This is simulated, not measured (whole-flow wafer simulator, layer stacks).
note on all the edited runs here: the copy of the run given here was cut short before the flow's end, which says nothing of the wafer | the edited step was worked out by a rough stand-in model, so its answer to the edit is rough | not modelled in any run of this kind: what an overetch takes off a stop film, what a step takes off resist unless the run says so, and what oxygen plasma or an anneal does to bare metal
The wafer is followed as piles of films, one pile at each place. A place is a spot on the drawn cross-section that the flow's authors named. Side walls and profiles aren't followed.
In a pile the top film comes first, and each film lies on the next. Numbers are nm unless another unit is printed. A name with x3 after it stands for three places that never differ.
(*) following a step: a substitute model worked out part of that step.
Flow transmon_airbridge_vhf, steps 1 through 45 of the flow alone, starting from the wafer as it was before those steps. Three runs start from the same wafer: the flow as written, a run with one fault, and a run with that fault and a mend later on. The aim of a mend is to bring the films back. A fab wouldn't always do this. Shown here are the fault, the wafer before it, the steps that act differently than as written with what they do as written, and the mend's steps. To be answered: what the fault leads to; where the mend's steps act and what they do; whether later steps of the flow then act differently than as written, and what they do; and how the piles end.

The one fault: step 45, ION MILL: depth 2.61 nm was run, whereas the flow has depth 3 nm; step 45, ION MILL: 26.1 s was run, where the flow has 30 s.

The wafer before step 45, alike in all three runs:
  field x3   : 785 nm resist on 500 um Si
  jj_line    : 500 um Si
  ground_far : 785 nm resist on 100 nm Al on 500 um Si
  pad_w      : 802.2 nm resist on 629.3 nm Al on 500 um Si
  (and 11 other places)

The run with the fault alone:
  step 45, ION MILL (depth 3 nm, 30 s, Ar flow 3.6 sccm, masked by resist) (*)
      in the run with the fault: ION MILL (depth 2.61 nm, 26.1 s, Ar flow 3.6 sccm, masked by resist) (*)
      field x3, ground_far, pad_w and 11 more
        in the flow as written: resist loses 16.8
        in the run with the fault: resist loses 14.6
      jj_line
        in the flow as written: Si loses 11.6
        in the run with the fault: Si loses 10.1
  Every later step of the flow that is run acts as written at every place that is followed.
  At the end the piles are close to the flow's at the places that both follow, differing by at most 2% or 0.5 nm, whichever is larger.

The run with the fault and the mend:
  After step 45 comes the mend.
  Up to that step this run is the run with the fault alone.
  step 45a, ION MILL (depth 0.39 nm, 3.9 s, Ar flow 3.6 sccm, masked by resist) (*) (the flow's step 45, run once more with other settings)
      field x3, ground_far, pad_w and 11 more
        resist loses 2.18
      jj_line
        Si loses 1.51
  Every later step of the flow that is run acts as written at every place that is followed.
  The piles end the same as the flow's at every place that both follow.
